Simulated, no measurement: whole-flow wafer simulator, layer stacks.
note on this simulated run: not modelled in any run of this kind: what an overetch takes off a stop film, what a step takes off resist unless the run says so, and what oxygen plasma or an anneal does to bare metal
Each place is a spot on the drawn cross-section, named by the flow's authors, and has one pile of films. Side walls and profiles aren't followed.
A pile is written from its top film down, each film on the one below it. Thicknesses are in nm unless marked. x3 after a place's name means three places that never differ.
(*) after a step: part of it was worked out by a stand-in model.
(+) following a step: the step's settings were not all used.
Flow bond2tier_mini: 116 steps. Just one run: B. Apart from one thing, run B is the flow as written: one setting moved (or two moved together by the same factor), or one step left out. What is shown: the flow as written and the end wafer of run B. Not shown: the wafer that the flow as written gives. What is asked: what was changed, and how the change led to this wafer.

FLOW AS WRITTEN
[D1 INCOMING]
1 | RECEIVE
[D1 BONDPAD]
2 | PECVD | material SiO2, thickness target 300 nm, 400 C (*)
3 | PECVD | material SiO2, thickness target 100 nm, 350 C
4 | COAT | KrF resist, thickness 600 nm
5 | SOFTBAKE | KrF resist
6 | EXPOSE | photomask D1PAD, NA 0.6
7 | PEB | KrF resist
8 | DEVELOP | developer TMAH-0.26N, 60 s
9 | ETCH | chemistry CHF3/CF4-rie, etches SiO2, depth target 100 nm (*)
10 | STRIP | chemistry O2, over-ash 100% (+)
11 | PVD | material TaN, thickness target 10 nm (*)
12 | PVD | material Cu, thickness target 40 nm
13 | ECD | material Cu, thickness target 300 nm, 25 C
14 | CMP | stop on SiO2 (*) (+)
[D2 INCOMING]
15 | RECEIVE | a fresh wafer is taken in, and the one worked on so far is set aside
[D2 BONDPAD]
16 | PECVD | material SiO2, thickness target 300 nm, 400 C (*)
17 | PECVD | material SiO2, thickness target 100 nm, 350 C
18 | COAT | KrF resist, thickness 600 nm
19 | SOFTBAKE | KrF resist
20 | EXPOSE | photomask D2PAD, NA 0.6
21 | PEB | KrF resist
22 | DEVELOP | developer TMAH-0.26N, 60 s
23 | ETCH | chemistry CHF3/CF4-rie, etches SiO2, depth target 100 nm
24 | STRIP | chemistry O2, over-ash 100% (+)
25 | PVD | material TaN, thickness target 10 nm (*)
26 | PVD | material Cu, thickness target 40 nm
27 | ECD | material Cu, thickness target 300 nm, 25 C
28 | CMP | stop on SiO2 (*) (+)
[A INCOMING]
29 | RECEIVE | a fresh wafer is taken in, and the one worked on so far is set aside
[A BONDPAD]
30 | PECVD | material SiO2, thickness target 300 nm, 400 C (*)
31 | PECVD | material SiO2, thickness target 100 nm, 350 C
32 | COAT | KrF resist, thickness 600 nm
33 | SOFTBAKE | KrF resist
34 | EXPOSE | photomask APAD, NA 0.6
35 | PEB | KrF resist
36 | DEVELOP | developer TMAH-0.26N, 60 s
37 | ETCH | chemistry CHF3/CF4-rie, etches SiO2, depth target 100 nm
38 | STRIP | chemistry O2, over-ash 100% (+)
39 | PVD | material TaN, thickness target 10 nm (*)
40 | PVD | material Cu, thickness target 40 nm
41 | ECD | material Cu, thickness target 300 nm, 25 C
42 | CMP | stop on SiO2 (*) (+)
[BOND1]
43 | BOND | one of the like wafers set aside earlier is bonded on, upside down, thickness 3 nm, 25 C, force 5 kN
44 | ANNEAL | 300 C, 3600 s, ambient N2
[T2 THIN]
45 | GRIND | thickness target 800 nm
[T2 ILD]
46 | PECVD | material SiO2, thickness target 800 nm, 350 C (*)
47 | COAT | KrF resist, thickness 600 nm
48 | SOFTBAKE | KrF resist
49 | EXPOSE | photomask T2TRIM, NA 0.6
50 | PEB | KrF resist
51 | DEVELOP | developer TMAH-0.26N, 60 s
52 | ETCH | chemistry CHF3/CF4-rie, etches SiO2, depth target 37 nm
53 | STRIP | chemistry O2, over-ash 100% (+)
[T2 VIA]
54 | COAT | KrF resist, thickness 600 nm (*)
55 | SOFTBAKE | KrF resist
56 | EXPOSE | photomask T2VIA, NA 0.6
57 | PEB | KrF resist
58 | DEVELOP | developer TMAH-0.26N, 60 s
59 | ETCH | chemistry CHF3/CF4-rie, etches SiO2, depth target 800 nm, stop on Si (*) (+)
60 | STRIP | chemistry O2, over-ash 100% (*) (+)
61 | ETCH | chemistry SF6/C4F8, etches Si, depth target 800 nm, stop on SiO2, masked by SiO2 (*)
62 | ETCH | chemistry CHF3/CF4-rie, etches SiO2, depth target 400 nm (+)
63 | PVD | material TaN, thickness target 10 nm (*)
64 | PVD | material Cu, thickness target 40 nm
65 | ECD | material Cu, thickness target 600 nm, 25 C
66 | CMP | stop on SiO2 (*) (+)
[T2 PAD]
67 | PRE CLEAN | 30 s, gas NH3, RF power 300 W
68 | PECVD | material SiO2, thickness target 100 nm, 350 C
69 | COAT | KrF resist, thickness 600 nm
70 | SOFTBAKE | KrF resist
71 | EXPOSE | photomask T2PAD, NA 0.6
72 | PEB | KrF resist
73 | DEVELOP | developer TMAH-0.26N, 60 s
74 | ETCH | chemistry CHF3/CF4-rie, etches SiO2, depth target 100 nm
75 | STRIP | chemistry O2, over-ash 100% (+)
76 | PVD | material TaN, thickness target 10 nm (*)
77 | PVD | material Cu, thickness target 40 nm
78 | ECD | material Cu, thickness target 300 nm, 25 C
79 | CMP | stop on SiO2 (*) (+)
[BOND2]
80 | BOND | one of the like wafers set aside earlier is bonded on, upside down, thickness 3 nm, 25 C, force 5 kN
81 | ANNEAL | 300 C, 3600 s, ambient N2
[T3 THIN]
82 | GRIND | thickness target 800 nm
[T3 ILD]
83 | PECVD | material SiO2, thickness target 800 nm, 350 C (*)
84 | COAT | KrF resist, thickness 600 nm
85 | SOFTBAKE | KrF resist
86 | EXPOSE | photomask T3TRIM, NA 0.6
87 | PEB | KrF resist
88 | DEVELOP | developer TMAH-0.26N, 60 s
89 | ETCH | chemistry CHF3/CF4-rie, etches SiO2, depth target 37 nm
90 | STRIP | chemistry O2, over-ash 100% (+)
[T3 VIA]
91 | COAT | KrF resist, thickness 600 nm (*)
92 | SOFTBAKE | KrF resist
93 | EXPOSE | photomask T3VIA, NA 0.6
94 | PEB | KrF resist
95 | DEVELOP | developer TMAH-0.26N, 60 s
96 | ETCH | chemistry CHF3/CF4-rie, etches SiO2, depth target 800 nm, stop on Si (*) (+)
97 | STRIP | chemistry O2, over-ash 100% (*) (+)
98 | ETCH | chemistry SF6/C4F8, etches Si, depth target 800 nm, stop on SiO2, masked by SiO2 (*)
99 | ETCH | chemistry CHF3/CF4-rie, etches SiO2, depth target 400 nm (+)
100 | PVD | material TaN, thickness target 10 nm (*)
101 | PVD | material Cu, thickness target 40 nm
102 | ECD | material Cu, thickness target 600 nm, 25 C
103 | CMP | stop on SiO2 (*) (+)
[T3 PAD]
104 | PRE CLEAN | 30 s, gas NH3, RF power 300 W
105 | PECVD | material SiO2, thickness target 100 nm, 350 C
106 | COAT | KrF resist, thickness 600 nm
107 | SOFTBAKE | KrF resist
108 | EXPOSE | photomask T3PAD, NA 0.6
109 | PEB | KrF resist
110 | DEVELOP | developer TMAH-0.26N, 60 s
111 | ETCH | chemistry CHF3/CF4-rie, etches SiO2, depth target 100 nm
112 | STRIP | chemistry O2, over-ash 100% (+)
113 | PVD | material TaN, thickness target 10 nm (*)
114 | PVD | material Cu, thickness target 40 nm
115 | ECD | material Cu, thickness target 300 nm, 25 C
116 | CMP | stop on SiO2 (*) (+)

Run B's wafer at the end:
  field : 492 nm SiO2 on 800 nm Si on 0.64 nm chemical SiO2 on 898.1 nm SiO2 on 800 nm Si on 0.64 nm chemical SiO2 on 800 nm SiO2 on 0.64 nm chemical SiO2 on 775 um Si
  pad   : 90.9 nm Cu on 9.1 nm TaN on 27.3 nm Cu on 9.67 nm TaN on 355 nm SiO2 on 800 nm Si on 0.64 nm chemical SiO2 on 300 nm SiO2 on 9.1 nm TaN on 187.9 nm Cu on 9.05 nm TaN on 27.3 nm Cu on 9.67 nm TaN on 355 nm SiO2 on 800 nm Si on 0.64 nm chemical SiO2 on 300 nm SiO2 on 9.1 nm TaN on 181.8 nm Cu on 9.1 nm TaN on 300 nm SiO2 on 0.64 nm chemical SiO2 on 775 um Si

The reason: step 68, PECVD: thickness target 106.1 nm was run, while the flow as written has thickness target 100 nm; step 74, ETCH: depth target 106.1 nm was run, where the flow has depth target 100 nm.

How this came from the change, step by step:
  68 | PECVD | material SiO2, thickness target 100 nm, 350 C
      field: SiO2 gains 106.1 (in the flow as written it would be: SiO2 gains 100)
      pad: SiO2 gains 106.1 (new film) (in the flow as written it would be: SiO2 gains 100 (new film))
  74 | ETCH | chemistry CHF3/CF4-rie, etches SiO2, depth target 100 nm
      field: KrF resist loses 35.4 (in the flow as written it would be: KrF resist loses 33.3)
      pad: SiO2 loses 106.1 (all of it) (in the flow as written it would be: SiO2 loses 100 (all of it))
